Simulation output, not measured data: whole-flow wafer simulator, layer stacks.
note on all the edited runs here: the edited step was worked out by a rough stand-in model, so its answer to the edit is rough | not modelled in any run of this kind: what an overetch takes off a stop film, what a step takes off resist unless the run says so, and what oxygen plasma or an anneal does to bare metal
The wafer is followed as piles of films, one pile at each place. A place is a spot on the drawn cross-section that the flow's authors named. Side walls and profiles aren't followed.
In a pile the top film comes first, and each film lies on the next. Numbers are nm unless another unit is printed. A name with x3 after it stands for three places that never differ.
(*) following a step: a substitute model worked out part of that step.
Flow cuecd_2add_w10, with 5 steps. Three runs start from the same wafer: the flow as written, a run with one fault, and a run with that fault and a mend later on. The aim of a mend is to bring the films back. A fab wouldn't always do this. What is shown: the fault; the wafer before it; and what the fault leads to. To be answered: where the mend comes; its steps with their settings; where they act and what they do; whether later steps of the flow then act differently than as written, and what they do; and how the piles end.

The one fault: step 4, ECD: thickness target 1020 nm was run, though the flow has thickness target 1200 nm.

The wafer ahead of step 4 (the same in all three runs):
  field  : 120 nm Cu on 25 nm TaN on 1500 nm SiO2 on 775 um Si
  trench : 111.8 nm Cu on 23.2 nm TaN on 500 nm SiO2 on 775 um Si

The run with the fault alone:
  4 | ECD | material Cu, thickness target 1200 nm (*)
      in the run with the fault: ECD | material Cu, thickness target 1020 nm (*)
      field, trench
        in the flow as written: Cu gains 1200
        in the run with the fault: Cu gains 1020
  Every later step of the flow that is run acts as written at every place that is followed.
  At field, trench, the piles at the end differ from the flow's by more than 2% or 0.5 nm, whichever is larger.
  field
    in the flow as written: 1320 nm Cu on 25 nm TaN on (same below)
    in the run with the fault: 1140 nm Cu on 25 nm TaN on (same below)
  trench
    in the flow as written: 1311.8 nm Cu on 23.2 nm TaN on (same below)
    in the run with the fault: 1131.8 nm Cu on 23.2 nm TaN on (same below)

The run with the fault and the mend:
  The mend stands after step 5.
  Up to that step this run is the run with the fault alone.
  5a | ECD | material Cu, thickness target 180 nm (*) (a further turn of the flow's step 4, with different settings)
      field, trench
        Cu gains 180
  Every later step of the flow that is run acts as written at every place that is followed.
  By the end, the piles equal the flow's at every place that both follow.
